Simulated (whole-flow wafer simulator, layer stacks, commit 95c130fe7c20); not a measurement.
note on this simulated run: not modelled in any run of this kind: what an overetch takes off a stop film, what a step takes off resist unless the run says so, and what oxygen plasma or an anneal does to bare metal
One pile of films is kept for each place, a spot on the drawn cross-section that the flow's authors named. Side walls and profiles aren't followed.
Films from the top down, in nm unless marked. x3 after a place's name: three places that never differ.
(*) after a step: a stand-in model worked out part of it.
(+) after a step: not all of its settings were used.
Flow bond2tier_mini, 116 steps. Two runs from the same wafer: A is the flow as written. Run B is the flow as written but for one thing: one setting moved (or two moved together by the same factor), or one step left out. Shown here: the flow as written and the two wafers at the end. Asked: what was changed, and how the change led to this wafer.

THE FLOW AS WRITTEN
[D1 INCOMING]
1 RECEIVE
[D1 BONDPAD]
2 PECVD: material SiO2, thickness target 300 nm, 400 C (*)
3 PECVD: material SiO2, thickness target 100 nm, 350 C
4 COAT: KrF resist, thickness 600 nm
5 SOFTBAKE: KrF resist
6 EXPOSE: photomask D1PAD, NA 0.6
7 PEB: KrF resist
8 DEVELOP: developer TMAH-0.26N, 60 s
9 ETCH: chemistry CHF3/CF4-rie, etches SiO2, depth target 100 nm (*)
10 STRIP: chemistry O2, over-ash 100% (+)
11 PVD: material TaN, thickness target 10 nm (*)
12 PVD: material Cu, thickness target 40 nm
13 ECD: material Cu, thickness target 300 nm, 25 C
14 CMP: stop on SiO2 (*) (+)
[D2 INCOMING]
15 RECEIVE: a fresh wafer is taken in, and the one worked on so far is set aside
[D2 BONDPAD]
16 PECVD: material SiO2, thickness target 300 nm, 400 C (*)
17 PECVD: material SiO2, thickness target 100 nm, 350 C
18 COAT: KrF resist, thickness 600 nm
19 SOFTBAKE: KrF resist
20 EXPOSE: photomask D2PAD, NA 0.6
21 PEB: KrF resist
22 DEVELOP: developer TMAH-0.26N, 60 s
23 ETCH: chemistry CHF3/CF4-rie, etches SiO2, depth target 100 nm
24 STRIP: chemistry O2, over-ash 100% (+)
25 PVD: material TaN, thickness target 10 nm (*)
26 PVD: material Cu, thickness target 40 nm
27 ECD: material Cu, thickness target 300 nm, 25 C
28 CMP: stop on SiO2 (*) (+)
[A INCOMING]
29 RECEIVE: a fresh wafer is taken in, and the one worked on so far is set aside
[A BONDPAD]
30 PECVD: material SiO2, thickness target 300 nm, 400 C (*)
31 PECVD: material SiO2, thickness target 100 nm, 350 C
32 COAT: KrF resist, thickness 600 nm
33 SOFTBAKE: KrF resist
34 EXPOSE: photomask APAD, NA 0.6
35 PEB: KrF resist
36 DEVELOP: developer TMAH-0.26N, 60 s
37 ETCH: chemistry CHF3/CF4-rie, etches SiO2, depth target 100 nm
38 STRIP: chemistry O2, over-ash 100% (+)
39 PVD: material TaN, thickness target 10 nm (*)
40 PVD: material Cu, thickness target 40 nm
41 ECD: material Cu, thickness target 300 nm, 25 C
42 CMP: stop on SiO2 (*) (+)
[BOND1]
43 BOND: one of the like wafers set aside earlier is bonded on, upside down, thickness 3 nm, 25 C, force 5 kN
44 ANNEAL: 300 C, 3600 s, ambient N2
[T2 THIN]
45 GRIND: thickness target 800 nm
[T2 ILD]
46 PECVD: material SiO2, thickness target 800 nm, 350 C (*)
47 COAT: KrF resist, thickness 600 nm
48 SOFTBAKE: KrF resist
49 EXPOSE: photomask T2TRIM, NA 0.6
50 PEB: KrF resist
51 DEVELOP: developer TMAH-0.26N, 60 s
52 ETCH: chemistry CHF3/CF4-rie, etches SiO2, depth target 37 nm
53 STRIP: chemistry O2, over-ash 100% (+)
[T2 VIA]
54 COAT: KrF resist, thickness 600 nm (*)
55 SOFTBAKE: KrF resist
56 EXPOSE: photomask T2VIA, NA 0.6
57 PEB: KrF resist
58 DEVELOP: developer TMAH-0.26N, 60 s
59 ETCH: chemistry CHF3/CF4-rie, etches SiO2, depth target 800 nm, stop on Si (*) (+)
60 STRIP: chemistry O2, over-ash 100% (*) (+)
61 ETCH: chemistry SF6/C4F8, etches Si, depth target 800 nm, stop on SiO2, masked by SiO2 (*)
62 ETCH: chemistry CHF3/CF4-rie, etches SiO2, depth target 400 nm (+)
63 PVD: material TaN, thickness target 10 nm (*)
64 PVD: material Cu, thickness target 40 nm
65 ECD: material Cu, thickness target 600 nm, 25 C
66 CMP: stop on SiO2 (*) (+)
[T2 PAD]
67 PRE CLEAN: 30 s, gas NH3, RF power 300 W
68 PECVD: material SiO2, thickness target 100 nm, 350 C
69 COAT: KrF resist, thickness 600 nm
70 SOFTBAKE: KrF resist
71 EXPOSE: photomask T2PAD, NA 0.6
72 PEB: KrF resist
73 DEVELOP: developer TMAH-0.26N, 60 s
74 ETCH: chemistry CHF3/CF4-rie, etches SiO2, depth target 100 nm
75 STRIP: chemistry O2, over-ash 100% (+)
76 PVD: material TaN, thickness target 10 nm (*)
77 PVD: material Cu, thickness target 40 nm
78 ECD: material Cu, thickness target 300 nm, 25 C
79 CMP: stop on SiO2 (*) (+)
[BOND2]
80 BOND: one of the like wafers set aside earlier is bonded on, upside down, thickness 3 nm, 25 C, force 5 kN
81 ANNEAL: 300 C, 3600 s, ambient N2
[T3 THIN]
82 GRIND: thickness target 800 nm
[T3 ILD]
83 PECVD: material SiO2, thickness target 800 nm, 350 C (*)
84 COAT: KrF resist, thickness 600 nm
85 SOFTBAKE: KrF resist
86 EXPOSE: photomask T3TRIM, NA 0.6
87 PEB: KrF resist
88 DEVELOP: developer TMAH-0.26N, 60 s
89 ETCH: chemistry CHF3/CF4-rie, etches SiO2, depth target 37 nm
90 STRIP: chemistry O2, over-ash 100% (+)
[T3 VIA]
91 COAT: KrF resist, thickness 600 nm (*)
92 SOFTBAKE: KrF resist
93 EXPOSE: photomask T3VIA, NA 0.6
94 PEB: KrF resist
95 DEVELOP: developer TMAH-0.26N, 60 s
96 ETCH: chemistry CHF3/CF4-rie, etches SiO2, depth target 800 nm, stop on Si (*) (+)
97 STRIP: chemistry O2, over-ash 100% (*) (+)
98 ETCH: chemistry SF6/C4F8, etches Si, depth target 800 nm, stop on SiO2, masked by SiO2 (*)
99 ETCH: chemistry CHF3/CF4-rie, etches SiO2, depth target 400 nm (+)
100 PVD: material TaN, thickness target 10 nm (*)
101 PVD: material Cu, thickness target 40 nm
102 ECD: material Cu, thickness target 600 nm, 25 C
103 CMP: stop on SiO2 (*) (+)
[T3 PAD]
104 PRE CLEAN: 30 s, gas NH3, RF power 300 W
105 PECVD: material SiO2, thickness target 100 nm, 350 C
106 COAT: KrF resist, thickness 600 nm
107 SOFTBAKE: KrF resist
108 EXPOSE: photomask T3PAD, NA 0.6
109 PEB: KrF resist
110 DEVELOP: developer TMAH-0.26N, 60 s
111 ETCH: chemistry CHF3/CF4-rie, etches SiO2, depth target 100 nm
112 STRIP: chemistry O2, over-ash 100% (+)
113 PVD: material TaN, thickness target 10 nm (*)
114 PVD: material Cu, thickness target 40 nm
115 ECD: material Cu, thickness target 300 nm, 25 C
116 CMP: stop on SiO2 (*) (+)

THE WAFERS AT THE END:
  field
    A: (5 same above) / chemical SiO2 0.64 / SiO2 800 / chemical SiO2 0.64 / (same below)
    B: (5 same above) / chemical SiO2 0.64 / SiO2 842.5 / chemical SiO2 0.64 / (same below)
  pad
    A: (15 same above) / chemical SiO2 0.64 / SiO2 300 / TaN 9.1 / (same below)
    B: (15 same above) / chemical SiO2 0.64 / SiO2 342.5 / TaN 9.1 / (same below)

The cause: step 3, PECVD: thickness target 142.5 nm was run, where the flow has thickness target 100 nm.

How the change led to this, step by step:
  3 PECVD: material SiO2, thickness target 100 nm, 350 C
      field, pad, via: A SiO2 +100 | B SiO2 +142.5
  43 BOND: one of the like wafers set aside earlier is bonded on, upside down, thickness 3 nm, 25 C, force 5 kN
      field: A Si +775 um (new film), chemical SiO2 +0.64 (new film), SiO2 +400 | B Si +775 um (new film), chemical SiO2 +0.64 (new film), SiO2 +442.5
      pad: A Si +775 um (new film), chemical SiO2 +0.64 (new film), SiO2 +300 (new film), TaN +9.1 (new film), Cu +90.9 | B Si +775 um (new film), chemical SiO2 +0.64 (new film), SiO2 +342.5 (new film), TaN +9.1 (new film), Cu +90.9
      (and at 1 more place)
